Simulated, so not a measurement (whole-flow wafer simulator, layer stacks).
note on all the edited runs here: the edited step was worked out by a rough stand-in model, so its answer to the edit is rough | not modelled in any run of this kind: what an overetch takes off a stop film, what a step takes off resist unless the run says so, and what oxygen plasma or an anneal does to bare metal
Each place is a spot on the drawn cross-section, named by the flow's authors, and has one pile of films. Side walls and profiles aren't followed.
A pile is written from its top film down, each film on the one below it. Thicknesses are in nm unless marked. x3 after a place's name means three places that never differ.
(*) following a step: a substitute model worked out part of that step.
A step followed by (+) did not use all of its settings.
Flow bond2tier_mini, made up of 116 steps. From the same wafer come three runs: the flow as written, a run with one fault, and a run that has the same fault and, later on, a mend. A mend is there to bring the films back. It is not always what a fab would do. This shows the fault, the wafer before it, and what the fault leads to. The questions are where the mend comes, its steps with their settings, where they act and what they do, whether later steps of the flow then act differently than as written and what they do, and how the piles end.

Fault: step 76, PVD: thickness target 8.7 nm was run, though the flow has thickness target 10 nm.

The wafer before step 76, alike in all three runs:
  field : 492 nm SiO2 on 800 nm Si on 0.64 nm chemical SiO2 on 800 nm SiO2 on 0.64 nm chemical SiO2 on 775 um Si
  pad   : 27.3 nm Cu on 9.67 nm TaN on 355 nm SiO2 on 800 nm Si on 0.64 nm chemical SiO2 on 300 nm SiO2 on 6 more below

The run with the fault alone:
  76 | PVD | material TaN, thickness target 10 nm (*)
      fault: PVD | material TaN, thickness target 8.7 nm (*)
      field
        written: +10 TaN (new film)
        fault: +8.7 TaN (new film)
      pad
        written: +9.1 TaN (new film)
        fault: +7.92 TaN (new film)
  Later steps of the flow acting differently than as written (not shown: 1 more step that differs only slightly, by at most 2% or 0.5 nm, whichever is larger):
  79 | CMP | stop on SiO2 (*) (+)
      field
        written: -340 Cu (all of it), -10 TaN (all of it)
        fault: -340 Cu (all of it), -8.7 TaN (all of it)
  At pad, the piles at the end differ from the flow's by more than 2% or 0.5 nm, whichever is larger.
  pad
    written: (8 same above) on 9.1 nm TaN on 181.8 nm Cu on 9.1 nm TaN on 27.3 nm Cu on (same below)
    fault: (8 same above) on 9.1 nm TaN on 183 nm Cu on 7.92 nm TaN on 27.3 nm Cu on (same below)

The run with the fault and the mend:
  After step 76 comes the mend.
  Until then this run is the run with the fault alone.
  76a | PVD | material TaN, thickness target 1.3 nm (*) (the flow's step 76 again, with other settings)
      field
        +1.3 TaN
      pad
        +1.18 TaN
  Every later step of the flow that is run acts as written at every place that is followed.
  The piles end the same as the flow's at every place that both follow.
